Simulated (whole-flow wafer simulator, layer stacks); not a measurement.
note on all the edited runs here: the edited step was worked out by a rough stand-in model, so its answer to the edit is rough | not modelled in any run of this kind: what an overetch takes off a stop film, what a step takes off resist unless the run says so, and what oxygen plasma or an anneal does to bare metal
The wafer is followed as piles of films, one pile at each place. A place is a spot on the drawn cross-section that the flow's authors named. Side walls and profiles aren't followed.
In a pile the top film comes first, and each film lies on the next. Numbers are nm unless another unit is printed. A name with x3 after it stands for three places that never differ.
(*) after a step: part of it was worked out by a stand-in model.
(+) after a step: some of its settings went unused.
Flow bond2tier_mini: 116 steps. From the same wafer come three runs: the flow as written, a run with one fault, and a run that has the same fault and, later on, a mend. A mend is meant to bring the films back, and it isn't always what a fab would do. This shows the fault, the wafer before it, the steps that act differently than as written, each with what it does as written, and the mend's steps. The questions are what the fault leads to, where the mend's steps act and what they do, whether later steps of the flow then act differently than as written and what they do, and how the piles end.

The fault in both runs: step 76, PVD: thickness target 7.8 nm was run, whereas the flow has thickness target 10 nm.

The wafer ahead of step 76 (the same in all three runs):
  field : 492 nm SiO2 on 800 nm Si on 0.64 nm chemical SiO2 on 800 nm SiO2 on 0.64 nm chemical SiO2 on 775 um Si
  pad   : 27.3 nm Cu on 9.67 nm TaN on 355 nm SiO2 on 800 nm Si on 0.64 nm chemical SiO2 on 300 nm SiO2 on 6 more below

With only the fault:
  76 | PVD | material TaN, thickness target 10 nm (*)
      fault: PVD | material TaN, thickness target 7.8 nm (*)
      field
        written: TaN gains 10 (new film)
        fault: TaN gains 7.8 (new film)
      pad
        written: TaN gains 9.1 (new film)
        fault: TaN gains 7.1 (new film)
  Later steps of the flow acting differently than as written (not shown: 1 more step that differs only slightly, by at most 2% or 0.5 nm, whichever is larger):
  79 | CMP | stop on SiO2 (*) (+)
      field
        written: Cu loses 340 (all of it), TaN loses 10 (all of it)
        fault: Cu loses 340 (all of it), TaN loses 7.8 (all of it)
  At pad, the piles at the end differ from the flow's by more than 2% or 0.5 nm, whichever is larger.
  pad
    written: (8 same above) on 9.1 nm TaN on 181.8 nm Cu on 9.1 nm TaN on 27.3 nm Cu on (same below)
    fault: (8 same above) on 9.1 nm TaN on 183.8 nm Cu on 7.1 nm TaN on 27.3 nm Cu on (same below)

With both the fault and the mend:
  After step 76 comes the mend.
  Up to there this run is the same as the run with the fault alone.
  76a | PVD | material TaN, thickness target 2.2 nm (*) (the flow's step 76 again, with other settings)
      field
        TaN gains 2.2
      pad
        TaN gains 2
  Every later step of the flow that is run acts as written at every place that is followed.
  By the end, the piles equal the flow's at every place that both follow.
